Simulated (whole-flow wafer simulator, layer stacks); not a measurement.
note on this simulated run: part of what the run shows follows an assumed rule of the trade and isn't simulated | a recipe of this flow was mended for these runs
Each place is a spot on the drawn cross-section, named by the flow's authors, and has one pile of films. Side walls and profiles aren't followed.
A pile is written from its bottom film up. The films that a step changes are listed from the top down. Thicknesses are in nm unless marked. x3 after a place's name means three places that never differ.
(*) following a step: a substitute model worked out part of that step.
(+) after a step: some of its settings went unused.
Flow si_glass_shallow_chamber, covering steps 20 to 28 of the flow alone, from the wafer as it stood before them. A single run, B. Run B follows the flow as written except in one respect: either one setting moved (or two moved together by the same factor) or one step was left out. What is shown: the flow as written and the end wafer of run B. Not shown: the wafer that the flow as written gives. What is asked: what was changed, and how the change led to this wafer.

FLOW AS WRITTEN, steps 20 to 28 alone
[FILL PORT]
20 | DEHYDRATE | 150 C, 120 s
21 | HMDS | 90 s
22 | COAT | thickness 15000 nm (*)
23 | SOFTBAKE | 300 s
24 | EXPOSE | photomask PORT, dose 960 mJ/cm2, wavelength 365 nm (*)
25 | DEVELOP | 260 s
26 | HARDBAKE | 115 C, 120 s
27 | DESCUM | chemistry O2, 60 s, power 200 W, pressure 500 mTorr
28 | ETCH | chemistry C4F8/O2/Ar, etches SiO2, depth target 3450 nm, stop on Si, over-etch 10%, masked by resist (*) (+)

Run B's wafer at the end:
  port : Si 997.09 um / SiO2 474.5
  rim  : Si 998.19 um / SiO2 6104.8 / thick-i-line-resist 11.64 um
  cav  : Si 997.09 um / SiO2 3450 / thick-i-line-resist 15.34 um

The reason: step 28, ETCH: depth target 2705 nm was run, though the flow has depth target 3450 nm.

Step by step, how the change led to this:
  28 | ETCH | chemistry C4F8/O2/Ar, etches SiO2, depth target 3450 nm, stop on Si, over-etch 10%, masked by resist (*) (+)
      port: -2975.5 SiO2 (in the flow as written it would be: -3450 SiO2 (all of it), -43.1 Si)
      rim, ramp, cav, septum, ring: -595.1 thick-i-line-resist (in the flow as written it would be: -759 thick-i-line-resist)
